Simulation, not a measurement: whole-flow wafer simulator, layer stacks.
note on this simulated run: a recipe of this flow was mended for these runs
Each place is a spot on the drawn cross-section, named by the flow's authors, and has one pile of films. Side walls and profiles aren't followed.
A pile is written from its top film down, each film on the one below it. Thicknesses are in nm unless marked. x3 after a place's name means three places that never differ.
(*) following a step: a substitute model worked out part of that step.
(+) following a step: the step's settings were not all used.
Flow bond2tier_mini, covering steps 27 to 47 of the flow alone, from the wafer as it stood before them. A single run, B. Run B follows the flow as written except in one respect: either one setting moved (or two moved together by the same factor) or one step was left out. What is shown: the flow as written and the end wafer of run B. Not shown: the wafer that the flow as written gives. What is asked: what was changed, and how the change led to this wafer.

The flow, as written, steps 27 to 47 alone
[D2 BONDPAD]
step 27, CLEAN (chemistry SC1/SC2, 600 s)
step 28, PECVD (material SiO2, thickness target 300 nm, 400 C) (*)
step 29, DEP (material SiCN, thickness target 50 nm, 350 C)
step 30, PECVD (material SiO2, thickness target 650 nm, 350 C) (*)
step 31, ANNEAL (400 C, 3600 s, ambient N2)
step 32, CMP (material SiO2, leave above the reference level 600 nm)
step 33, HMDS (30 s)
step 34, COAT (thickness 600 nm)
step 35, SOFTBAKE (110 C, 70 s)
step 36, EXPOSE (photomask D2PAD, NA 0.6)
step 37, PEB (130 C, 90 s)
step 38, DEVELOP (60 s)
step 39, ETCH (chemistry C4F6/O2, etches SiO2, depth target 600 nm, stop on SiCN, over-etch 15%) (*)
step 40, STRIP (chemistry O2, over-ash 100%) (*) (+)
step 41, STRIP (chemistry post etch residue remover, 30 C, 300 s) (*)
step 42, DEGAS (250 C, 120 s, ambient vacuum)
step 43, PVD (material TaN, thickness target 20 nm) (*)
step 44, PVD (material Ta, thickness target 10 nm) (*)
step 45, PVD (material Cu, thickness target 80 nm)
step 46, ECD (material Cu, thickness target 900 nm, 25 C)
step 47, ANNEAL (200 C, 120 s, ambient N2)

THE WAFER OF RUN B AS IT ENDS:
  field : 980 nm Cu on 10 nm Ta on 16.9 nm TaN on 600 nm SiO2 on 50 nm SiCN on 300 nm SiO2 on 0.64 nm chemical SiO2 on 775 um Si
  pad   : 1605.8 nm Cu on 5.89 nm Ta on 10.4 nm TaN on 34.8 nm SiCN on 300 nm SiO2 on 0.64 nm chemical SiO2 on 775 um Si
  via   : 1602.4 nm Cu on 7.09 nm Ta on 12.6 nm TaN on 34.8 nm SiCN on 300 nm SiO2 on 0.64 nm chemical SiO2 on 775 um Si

What caused this: step 43, PVD: thickness target 16.9 nm was run, though the flow has thickness target 20 nm.
One can read it off the wafer: field has TaN 16.9, and step 43 as written asks for 20 nm.

How this came from the change, step by step:
  step 43, PVD (material TaN, thickness target 20 nm) (*)
      field: TaN gains 16.9 (new film) (as written it would have been: TaN gains 20 (new film))
      pad: TaN gains 10.4 (new film) (as written it would have been: TaN gains 12.3 (new film))
      (also at 1 further place)
